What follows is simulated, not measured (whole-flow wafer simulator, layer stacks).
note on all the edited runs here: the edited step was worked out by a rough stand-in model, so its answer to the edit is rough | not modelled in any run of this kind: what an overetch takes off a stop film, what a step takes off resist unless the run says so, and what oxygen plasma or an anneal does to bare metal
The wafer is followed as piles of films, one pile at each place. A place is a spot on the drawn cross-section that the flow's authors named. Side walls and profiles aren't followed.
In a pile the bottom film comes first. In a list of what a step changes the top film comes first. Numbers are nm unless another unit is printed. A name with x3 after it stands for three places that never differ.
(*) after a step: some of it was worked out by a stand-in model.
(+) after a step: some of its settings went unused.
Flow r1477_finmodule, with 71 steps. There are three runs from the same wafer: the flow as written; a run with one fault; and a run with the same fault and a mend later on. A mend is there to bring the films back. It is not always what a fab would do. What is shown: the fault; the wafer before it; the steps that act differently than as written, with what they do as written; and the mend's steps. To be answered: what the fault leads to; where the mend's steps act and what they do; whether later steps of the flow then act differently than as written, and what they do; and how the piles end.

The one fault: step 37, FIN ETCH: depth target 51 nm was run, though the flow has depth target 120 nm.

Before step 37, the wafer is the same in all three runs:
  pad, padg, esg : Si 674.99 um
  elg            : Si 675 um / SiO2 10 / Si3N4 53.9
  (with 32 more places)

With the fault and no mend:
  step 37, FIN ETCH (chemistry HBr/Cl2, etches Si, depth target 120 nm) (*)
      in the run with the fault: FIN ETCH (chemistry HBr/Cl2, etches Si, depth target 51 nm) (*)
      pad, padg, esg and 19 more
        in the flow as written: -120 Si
        in the run with the fault: -51 Si
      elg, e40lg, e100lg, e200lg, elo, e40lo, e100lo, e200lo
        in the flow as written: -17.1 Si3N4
        in the run with the fault: -7.29 Si3N4
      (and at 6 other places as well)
  Later steps of the flow acting differently than as written (3 other steps are not shown; they differ only slightly, by no more than 2% or 0.5 nm, whichever is larger):
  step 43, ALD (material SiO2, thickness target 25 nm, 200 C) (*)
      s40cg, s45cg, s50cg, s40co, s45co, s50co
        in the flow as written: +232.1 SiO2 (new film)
        in the run with the fault: +168.4 SiO2 (new film)
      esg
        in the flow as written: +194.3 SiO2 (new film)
        in the run with the fault: +135.1 SiO2 (new film)
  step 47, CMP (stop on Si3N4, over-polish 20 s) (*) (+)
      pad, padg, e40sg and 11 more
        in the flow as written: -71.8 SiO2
        in the run with the fault: -140.8 SiO2
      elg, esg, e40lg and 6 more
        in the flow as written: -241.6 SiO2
        in the run with the fault: -251.5 SiO2
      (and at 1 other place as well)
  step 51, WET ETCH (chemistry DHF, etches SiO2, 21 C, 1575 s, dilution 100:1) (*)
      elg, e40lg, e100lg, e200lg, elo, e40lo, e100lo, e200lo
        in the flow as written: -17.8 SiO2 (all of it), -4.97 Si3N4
        in the run with the fault: -7.99 SiO2 (all of it), -5.77 Si3N4
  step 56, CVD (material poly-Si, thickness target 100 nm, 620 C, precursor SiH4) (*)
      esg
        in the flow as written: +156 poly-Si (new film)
        in the run with the fault: +165 poly-Si (new film)
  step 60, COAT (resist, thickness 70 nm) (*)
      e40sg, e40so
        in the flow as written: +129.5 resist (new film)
        in the run with the fault: +138 resist (new film)
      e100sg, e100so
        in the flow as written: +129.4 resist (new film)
        in the run with the fault: +137.9 resist (new film)
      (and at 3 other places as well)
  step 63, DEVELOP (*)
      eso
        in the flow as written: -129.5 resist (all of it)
        in the run with the fault: -137.9 resist (all of it)
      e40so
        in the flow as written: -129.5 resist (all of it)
        in the run with the fault: -138 resist (all of it)
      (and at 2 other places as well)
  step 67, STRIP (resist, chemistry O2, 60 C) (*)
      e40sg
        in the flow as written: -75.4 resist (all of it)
        in the run with the fault: -83.8 resist (all of it)
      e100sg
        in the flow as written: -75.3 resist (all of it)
        in the run with the fault: -83.8 resist (all of it)
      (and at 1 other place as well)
  At pad, padg, elg and 27 more, the piles at the end differ from the flow's by more than 2% or 0.5 nm, whichever is larger.
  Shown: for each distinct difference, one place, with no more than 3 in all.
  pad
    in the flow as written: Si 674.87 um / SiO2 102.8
    in the run with the fault: Si 674.94 um / SiO2 34.1
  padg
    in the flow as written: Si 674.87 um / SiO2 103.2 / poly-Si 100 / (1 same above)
    in the run with the fault: Si 674.94 um / SiO2 34.5 / poly-Si 100 / (1 same above)
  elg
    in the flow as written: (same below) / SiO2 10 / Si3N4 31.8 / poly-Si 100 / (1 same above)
    in the run with the fault: (same below) / SiO2 10 / Si3N4 40.8 / poly-Si 100 / (1 same above)

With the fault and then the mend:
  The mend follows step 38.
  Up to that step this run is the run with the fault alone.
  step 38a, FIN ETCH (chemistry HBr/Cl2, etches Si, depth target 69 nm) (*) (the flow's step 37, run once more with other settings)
      pad, padg, esg and 19 more
        -69 Si
      elg, e40lg, e100lg, e200lg, elo, e40lo, e100lo, e200lo
        -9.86 Si3N4
      s40sg_line, s45sg_line, s50sg_line, s40so_line, s45so_line, s50so_line
        -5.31 SiO2
  Every later step of the flow that is run acts as written at every place that is followed.
  By the end, the piles equal the flow's at every place that both follow.
